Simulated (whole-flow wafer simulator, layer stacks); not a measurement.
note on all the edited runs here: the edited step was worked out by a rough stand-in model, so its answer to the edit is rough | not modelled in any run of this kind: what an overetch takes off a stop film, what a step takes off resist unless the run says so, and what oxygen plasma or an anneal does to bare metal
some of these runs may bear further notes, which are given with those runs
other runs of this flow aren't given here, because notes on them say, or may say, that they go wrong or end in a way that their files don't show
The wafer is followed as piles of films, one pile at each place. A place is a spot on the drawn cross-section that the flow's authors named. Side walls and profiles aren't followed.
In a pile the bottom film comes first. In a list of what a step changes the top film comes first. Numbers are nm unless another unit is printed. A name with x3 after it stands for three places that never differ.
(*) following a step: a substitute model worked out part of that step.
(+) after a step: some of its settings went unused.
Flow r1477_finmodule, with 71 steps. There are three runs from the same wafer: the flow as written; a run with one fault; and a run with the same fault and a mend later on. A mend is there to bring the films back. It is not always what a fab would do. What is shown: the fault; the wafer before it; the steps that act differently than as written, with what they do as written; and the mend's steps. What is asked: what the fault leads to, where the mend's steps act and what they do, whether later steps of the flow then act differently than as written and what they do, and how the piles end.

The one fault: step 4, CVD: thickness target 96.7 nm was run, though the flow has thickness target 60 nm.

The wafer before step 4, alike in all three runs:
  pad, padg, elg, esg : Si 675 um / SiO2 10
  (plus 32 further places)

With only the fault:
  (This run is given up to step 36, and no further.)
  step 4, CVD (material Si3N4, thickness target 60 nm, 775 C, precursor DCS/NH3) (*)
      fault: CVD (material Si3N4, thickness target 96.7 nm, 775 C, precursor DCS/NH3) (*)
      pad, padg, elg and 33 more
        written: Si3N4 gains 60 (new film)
        fault: Si3N4 gains 96.7 (new film)
  Later steps of the flow acting differently than as written:
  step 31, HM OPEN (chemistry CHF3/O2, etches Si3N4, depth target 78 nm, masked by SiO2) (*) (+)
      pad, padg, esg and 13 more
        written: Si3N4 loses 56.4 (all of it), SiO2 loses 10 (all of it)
        fault: Si3N4 loses 78
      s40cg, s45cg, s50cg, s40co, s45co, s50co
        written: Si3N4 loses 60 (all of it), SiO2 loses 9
        fault: Si3N4 loses 78
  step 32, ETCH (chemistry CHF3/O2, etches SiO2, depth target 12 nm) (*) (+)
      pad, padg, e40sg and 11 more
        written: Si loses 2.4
        fault: Si3N4 loses 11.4
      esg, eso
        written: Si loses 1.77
        fault: Si3N4 loses 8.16
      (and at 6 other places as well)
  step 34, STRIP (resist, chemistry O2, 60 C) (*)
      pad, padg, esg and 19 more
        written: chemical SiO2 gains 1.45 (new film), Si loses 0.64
        fault: nothing
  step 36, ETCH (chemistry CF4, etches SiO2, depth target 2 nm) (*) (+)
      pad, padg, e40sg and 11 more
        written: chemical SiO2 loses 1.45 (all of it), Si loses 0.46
        fault: Si3N4 loses 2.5
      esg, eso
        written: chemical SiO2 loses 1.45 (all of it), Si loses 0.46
        fault: Si3N4 loses 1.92
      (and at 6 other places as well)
  After step 36, at pad, padg, elg and 33 more, the piles differ from the flow's by more than 2% or 0.5 nm, whichever is larger.
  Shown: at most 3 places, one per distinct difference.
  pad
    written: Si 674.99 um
    fault: Si 675 um / SiO2 10 / Si3N4 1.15
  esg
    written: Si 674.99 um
    fault: Si 675 um / SiO2 10 / Si3N4 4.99
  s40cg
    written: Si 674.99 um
    fault: Si 675 um / SiO2 10 / Si3N4 7

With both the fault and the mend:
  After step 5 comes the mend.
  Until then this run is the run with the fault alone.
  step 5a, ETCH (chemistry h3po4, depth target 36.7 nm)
      pad, padg, elg and 33 more
        Si3N4 loses 36.7
  Later steps of the flow that are run all act as written at every place that is followed.
  At every place that both follow, the piles at the end match the flow's.
